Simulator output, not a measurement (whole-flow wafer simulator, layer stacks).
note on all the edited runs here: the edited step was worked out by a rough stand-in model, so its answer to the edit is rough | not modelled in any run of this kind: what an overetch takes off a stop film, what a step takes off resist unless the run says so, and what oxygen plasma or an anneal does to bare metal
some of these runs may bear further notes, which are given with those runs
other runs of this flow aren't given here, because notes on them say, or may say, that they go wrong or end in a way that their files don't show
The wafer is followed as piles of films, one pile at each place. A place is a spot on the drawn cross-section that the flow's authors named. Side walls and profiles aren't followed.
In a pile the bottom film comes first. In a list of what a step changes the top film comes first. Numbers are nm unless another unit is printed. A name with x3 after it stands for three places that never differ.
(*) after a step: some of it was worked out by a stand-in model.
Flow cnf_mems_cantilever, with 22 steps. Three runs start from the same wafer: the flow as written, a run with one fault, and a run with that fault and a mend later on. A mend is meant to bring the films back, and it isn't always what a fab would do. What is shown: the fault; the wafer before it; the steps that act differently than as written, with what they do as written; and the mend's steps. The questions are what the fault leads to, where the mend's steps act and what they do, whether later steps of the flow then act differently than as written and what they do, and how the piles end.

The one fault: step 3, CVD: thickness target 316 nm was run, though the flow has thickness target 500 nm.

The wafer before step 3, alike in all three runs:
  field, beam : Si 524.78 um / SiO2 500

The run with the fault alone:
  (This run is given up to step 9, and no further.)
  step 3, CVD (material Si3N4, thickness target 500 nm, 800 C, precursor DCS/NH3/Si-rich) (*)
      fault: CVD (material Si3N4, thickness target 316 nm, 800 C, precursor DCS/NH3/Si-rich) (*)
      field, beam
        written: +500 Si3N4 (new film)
        fault: +316 Si3N4 (new film)
  Later steps of the flow up to step 9 that are run all act as written at every place that is followed.
  Once step 9 is done, the piles at field, beam depart from the flow's by more than 2% or 0.5 nm, whichever is larger.
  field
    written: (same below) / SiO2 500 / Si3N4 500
    fault: (same below) / SiO2 500 / Si3N4 316
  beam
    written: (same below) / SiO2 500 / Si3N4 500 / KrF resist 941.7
    fault: (same below) / SiO2 500 / Si3N4 316 / KrF resist 941.7

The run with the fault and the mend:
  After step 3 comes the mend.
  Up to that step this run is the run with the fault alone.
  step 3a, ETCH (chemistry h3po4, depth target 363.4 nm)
      field, beam
        -316 Si3N4 (all of it)
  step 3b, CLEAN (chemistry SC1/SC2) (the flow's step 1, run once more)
      alters no film at any place that is followed
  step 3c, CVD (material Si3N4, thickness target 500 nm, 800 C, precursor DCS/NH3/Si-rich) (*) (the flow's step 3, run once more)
      field, beam
        +500 Si3N4 (new film)
  Later steps of the flow that are run all act as written at every place that is followed.
  The piles end the same as the flow's at every place that both follow.
